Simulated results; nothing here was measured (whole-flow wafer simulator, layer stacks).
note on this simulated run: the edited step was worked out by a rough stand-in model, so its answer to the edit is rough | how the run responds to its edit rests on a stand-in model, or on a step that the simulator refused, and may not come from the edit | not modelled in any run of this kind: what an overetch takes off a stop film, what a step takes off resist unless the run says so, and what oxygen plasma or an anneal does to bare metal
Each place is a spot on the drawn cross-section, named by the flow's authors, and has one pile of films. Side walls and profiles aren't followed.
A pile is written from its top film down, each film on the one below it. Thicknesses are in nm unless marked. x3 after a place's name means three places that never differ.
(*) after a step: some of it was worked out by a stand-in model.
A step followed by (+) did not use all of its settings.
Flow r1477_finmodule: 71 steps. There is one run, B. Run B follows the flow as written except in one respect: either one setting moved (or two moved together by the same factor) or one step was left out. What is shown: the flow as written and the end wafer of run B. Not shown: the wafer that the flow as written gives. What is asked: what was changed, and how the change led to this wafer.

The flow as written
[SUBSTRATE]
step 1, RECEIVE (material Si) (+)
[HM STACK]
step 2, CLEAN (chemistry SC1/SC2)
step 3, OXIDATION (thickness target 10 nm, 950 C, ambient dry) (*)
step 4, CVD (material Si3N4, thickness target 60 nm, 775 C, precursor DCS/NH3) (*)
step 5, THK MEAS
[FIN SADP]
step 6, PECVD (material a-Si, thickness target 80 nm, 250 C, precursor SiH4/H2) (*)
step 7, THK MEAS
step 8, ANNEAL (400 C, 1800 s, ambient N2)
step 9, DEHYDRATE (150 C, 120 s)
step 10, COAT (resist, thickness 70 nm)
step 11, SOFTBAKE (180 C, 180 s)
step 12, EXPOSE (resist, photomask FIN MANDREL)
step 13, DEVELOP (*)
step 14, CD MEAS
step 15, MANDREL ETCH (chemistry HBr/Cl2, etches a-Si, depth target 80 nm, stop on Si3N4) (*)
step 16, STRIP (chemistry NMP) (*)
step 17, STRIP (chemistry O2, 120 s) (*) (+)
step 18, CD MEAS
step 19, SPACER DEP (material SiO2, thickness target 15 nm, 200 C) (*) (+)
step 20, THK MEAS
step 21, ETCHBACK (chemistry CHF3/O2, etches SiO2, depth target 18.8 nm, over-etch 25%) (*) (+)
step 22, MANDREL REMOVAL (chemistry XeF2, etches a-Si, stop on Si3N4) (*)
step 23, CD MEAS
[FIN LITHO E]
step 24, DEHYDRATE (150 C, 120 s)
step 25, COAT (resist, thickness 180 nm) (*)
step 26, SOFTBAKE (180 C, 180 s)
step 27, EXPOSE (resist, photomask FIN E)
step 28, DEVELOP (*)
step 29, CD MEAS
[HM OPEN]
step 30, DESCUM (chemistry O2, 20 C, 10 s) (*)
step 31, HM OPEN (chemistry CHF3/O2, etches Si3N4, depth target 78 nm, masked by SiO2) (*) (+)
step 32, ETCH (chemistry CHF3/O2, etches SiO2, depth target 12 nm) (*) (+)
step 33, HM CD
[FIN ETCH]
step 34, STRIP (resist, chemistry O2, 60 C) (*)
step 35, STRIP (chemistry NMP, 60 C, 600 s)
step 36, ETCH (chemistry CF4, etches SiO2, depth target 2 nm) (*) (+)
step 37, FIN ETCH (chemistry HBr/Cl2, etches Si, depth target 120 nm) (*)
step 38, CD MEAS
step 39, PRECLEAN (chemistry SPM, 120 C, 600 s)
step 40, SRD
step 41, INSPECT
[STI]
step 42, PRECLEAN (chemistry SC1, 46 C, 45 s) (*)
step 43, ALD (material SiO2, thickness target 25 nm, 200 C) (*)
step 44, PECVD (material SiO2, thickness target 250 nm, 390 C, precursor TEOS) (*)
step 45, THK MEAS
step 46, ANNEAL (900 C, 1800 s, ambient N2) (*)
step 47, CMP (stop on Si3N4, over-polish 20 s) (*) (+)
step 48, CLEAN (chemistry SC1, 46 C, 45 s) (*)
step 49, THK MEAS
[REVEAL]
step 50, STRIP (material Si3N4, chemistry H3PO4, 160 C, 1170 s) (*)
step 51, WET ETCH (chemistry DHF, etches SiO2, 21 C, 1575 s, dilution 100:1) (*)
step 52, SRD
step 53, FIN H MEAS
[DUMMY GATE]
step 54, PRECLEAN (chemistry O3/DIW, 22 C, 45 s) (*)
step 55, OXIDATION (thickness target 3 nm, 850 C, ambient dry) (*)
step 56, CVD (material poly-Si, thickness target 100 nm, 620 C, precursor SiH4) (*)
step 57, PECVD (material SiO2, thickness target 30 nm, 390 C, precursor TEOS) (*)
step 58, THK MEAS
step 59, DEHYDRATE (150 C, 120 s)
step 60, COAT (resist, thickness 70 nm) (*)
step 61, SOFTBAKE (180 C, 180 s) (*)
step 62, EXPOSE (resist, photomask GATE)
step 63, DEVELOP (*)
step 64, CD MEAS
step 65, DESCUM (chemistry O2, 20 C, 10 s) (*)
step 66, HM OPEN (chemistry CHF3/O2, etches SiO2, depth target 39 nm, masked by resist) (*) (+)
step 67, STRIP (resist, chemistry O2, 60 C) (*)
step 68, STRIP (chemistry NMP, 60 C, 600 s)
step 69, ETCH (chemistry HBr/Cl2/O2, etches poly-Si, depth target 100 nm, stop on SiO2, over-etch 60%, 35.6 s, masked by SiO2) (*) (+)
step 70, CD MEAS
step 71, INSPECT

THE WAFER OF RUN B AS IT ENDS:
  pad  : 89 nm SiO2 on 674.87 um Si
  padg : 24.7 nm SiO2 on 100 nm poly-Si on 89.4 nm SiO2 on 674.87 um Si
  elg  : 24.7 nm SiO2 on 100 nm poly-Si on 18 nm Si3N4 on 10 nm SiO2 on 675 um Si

What caused this: step 4, CVD: thickness target 46.2 nm was run, whereas the flow has thickness target 60 nm.

Step by step, how the change led to this:
  step 4, CVD (material Si3N4, thickness target 60 nm, 775 C, precursor DCS/NH3) (*)
      pad, padg, elg and 33 more: Si3N4 gains 46.2 (new film) (as written it would have been: Si3N4 gains 60 (new film))
  step 31, HM OPEN (chemistry CHF3/O2, etches Si3N4, depth target 78 nm, masked by SiO2) (*) (+)
      pad, padg, esg and 13 more: Si3N4 loses 42.6 (all of it), SiO2 loses 10 (all of it) (as written it would have been: Si3N4 loses 56.4 (all of it), SiO2 loses 10 (all of it))
      elg, e40lg, e100lg, e200lg, elo, e40lo, e100lo, e200lo: resist loses 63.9 (as written it would have been: resist loses 78)
      (and at 12 other places as well)
  step 34, STRIP (resist, chemistry O2, 60 C) (*)
      elg, e40lg, e100lg, e200lg, elo, e40lo, e100lo, e200lo: resist loses 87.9 (all of it) (as written it would have been: resist loses 73.8 (all of it))
  step 43, ALD (material SiO2, thickness target 25 nm, 200 C) (*)
      s40cg, s45cg, s50cg, s40co, s45co, s50co: SiO2 gains 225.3 (new film) (as written it would have been: SiO2 gains 232.1 (new film))
      esg: SiO2 gains 180.4 (new film) (as written it would have been: SiO2 gains 194.3 (new film))
  step 47, CMP (stop on Si3N4, over-polish 20 s) (*) (+)
      pad, padg, e40sg and 11 more: SiO2 loses 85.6 (as written it would have been: SiO2 loses 71.8)
      s40cg, s45cg, s50cg, s40co, s45co, s50co: SiO2 loses 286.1 (as written it would have been: SiO2 loses 279)
      (and at 7 other places as well)
  step 50, STRIP (material Si3N4, chemistry H3PO4, 160 C, 1170 s) (*)
      s40sg_line, s45sg_line, s50sg_line, s40so_line, s45so_line, s50so_line: Si3N4 loses 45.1 (all of it), SiO2 loses 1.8 (as written it would have been: Si3N4 loses 58.9 (all of it), SiO2 loses 1.37)
  step 56, CVD (material poly-Si, thickness target 100 nm, 620 C, precursor SiH4) (*)
      s40cg, s40co: poly-Si gains 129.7 (new film) (as written it would have been: poly-Si gains 113.9 (new film))
      s45cg, s45co: poly-Si gains 129.7 (new film) (as written it would have been: poly-Si gains 113.4 (new film))
      (and at 2 other places as well)
  step 60, COAT (resist, thickness 70 nm) (*)
      s40cg, s40co: resist gains 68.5 (new film) (as written it would have been: resist gains 70.6 (new film))
      s40sg, s40so: resist gains 104.7 (new film) (as written it would have been: resist gains 91 (new film))
      (and at 8 other places as well)
  step 63, DEVELOP (*)
      s40co: resist loses 68.5 (all of it) (as written it would have been: resist loses 70.6 (all of it))
      s40so: resist loses 104.7 (all of it) (as written it would have been: resist loses 91 (all of it))
      (and at 4 other places as well)
  step 67, STRIP (resist, chemistry O2, 60 C) (*)
      s40cg: resist loses 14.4 (all of it) (as written it would have been: resist loses 16.5 (all of it))
      s40sg: resist loses 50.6 (all of it) (as written it would have been: resist loses 36.9 (all of it))
      (and at 4 other places as well)
  step 69, ETCH (chemistry HBr/Cl2/O2, etches poly-Si, depth target 100 nm, stop on SiO2, over-etch 60%, 35.6 s, masked by SiO2) (*) (+)
      s40co: chemical SiO2 loses 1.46 (all of it), poly-Si loses 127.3 (all of it), SiO2 loses 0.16 (as written it would have been: chemical SiO2 loses 1.46 (all of it), poly-Si loses 111.5 (all of it), SiO2 loses 0.24)
      s45co: chemical SiO2 loses 1.46 (all of it), poly-Si loses 127.3 (all of it), SiO2 loses 0.16 (as written it would have been: chemical SiO2 loses 1.46 (all of it), poly-Si loses 110.9 (all of it), SiO2 loses 0.25)
      (and at 1 other place as well)
